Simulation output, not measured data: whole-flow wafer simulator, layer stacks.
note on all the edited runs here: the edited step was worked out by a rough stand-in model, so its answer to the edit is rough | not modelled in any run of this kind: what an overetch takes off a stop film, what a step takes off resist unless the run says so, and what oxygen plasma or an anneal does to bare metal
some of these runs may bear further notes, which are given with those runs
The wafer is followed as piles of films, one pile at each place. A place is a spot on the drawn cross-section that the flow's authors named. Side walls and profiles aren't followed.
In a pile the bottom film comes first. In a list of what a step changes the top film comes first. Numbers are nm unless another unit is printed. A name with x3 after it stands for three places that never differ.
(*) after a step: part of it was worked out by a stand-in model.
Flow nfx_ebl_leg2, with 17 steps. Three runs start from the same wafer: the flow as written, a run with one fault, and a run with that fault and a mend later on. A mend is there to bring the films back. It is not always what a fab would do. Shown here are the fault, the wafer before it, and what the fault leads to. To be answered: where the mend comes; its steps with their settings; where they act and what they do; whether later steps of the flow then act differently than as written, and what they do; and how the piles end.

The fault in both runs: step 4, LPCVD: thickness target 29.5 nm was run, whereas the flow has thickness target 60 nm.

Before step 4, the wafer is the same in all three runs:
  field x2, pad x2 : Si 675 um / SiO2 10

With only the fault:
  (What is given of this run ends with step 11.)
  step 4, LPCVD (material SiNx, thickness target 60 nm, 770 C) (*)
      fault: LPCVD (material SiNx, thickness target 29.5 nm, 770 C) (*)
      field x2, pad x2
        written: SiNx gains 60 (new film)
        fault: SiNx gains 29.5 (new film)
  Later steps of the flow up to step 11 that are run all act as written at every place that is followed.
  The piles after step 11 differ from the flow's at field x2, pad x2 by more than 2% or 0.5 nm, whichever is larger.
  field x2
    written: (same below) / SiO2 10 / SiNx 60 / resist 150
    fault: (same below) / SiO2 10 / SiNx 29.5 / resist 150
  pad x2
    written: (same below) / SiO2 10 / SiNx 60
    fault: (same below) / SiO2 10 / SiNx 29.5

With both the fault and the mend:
  The mend follows step 5.
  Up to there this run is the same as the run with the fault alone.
  step 5a, LPCVD (material SiNx, thickness target 30.5 nm, 770 C) (*) (the flow's step 4 again, with other settings)
      field x2, pad x2
        SiNx gains 30.5
  Later steps of the flow that are run all act as written at every place that is followed.
  By the end, the piles equal the flow's at every place that both follow.
